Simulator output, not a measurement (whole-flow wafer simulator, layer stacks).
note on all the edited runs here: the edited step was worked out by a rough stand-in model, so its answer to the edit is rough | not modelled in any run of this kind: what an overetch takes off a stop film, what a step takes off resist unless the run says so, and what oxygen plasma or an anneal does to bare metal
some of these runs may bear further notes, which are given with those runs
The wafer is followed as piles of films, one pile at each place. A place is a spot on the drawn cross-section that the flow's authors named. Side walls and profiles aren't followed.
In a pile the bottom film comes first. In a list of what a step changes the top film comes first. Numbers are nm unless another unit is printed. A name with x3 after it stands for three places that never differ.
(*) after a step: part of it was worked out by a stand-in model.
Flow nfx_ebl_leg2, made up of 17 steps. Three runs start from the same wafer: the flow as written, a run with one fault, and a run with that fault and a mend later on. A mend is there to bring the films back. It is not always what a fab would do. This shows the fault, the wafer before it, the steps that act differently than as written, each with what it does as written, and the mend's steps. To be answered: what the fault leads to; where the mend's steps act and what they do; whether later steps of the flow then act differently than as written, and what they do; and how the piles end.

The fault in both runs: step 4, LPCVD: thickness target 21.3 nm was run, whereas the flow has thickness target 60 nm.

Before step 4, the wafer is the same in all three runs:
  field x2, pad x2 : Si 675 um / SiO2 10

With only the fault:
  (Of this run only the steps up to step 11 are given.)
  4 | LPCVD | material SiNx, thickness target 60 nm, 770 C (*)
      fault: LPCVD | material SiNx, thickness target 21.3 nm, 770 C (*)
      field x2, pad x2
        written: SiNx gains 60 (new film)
        fault: SiNx gains 21.3 (new film)
  Every later step of the flow up to step 11 that is run acts as written at every place that is followed.
  Once step 11 is done, the piles at field x2, pad x2 depart from the flow's by more than 2% or 0.5 nm, whichever is larger.
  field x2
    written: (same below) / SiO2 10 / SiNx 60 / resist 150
    fault: (same below) / SiO2 10 / SiNx 21.3 / resist 150
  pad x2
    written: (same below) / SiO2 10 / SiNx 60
    fault: (same below) / SiO2 10 / SiNx 21.3

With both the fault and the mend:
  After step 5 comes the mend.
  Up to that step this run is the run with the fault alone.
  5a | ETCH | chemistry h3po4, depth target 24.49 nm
      field x2, pad x2
        SiNx loses 21.3 (all of it)
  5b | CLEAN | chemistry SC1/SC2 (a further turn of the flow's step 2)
      alters no film at any place that is followed
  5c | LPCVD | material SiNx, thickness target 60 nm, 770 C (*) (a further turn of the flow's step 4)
      field x2, pad x2
        SiNx gains 60 (new film)
  Every later step of the flow that is run acts as written at every place that is followed.
  By the end, the piles equal the flow's at every place that both follow.
